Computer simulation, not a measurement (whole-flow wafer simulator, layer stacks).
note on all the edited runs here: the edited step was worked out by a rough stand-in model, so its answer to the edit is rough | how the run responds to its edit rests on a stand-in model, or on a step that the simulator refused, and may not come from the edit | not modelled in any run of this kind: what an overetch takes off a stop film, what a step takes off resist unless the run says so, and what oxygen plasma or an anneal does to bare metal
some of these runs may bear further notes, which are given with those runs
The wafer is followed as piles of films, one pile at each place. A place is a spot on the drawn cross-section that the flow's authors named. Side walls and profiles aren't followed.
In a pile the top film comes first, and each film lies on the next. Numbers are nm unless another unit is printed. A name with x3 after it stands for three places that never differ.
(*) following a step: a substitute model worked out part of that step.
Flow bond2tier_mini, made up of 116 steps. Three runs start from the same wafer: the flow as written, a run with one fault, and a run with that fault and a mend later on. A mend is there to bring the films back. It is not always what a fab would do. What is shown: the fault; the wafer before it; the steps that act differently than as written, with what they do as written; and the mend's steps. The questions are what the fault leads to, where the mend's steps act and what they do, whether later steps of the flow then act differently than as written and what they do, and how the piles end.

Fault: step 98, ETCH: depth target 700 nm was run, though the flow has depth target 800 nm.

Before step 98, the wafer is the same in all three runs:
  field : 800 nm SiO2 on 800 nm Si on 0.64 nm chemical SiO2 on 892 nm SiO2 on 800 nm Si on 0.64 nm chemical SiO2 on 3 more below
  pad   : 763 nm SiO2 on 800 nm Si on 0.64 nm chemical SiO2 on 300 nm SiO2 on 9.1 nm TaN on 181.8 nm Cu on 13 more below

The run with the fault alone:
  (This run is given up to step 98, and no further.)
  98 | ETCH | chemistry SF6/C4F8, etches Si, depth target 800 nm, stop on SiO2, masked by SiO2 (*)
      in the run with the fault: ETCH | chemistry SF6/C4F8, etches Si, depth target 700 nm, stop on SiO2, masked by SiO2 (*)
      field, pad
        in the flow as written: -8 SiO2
        in the run with the fault: -7 SiO2
  Once step 98 is done, the piles differ only a little from the flow's at the places that both follow, at most by 2% or 0.5 nm, whichever is larger.

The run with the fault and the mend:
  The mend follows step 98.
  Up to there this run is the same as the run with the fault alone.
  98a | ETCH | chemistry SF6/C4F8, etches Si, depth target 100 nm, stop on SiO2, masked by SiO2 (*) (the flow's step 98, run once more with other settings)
      field, pad
        -1 SiO2
  None of the later steps of the flow acts differently than as written at any place that is followed.
  The piles end the same as the flow's at every place that both follow.
